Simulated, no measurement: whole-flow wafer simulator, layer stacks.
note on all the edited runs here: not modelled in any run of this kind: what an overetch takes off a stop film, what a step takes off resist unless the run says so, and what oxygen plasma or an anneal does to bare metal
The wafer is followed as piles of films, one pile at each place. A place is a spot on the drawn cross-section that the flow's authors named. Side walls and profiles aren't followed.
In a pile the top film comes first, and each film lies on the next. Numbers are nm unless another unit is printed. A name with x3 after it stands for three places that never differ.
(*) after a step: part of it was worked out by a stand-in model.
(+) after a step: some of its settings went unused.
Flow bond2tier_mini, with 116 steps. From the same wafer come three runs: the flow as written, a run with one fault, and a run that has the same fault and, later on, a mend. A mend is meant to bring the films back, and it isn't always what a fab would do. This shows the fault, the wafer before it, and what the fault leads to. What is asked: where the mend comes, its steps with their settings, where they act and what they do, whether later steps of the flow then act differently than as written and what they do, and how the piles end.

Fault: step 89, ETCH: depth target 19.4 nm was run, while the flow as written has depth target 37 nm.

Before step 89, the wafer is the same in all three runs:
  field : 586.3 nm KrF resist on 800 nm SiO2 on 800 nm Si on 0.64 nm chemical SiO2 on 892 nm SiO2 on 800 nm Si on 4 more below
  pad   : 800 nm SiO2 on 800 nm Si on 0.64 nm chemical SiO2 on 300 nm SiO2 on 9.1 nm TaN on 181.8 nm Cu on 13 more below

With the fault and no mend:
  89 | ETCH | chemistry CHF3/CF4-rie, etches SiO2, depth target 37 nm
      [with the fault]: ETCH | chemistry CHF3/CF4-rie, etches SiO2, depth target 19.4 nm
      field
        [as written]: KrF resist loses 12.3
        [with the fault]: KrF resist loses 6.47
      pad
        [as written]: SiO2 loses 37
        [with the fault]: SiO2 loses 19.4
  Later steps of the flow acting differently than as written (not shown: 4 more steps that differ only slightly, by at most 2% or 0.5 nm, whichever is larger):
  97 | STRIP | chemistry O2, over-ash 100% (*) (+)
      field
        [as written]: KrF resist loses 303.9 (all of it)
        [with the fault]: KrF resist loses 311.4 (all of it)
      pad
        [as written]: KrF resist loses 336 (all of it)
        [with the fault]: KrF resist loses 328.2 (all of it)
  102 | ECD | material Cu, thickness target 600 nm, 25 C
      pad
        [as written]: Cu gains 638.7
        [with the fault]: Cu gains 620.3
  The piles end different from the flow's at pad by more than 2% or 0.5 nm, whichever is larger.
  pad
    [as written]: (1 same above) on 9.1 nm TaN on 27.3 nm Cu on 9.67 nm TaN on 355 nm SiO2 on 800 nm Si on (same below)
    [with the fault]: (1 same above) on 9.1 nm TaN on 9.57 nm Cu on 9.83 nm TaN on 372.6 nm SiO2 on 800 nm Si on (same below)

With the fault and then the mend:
  After step 89 comes the mend.
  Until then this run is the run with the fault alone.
  89a | ETCH | chemistry CHF3/CF4-rie, etches SiO2, depth target 17.6 nm (the flow's step 89 again, with other settings)
      field
        KrF resist loses 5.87
      pad
        SiO2 loses 17.6
  None of the later steps of the flow acts differently than as written at any place that is followed.
  At every place that both follow, the piles at the end match the flow's.
